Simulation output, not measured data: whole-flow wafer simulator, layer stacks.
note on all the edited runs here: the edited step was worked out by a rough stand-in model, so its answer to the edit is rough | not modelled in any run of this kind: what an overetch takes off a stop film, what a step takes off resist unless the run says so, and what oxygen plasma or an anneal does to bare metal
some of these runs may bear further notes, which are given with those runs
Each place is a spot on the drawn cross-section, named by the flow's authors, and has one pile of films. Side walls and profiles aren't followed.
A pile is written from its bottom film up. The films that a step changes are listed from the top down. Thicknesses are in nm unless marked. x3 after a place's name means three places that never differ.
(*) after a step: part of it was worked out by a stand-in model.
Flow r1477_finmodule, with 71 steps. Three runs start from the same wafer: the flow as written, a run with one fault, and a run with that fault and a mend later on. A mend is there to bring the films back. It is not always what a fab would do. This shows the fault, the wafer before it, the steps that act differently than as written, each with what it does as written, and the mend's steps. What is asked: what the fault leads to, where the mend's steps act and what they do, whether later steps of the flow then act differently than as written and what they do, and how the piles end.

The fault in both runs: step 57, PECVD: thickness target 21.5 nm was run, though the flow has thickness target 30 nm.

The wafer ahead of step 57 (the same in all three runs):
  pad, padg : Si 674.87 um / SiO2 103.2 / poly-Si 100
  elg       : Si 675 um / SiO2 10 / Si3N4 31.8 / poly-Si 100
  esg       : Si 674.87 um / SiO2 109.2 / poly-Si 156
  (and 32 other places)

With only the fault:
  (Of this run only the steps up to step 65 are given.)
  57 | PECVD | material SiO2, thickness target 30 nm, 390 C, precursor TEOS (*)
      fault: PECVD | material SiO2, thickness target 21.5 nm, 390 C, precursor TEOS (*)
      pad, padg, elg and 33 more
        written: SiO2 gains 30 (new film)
        fault: SiO2 gains 21.5 (new film)
  Every later step of the flow up to step 65 that is run acts as written, at every place that is followed, to within 2% or 0.5 nm, whichever is larger.
  Once step 65 is done, the piles at pad, padg, elg and 33 more depart from the flow's by more than 2% or 0.5 nm, whichever is larger.
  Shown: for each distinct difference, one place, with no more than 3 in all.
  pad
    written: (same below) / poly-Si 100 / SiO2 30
    fault: (same below) / poly-Si 100 / SiO2 21.5
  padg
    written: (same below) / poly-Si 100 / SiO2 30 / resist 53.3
    fault: (same below) / poly-Si 100 / SiO2 21.5 / resist 53.3
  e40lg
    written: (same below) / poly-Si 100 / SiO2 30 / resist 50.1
    fault: (same below) / poly-Si 100 / SiO2 21.5 / resist 50.1

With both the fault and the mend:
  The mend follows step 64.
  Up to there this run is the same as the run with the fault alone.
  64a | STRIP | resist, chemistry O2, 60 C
      padg, elg, esg
        resist loses 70 (all of it)
      e40lg, e100lg, e200lg
        resist loses 66.9 (all of it)
      s40sg, s45sg
        resist loses 91 (all of it)
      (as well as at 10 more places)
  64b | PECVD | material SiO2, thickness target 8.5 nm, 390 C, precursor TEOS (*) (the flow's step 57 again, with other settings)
      pad, padg, elg and 33 more
        SiO2 gains 8.5
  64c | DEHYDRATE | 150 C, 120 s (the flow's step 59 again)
      does not change any film at any place that is followed
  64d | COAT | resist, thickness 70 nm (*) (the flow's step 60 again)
      e40lg, e100lg, e200lg, elo, e40lo, e100lo, e200lo
        resist gains 66.9 (new film)
      pad, padg, elg, esg
        resist gains 70 (new film)
      s40sg, s45sg, s40so, s45so
        resist gains 91 (new film)
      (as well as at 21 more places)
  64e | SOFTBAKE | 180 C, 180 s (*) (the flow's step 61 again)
      does not change any film at any place that is followed
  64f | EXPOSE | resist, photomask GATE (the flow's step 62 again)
      does not change any film at any place that is followed
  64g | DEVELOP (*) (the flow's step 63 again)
      elo, e40lo, e100lo, e200lo
        resist loses 66.9 (all of it)
      eso, e40so
        resist loses 129.5 (all of it)
      s40so, s45so
        resist loses 91 (all of it)
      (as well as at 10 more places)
  Every later step of the flow that is run acts as written at every place that is followed.
  By the end, the piles equal the flow's at every place that both follow.
